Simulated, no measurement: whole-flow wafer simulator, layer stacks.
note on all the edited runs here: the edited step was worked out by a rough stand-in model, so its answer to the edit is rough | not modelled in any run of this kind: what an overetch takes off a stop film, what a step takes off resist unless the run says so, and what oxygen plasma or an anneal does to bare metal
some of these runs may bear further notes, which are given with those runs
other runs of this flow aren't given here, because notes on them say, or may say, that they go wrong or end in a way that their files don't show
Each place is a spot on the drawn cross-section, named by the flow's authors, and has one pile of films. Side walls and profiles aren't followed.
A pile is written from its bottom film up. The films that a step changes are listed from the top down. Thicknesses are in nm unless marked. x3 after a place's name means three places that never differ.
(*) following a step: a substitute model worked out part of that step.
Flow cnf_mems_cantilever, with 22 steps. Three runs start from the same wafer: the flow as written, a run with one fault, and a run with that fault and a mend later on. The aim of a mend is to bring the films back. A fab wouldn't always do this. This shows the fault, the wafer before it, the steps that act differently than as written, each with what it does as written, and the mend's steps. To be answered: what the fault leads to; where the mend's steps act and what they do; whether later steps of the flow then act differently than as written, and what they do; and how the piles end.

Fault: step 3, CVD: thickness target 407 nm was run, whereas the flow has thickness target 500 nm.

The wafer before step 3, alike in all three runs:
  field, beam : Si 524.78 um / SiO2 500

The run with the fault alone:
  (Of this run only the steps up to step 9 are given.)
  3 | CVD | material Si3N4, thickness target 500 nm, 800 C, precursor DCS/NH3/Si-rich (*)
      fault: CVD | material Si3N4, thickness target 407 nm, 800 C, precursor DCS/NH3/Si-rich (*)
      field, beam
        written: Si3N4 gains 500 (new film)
        fault: Si3N4 gains 407 (new film)
  Every later step of the flow up to step 9 that is run acts as written at every place that is followed.
  The piles after step 9 differ from the flow's at field, beam by more than 2% or 0.5 nm, whichever is larger.
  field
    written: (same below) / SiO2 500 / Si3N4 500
    fault: (same below) / SiO2 500 / Si3N4 407
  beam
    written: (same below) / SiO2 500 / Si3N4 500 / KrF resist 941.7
    fault: (same below) / SiO2 500 / Si3N4 407 / KrF resist 941.7

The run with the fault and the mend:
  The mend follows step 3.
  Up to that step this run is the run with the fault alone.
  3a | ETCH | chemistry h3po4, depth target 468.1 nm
      field, beam
        Si3N4 loses 407 (all of it)
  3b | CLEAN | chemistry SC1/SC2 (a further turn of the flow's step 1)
      does not change any film at any place that is followed
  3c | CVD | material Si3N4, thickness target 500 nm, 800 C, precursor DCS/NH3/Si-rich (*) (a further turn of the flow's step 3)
      field, beam
        Si3N4 gains 500 (new film)
  Every later step of the flow that is run acts as written at every place that is followed.
  By the end, the piles equal the flow's at every place that both follow.
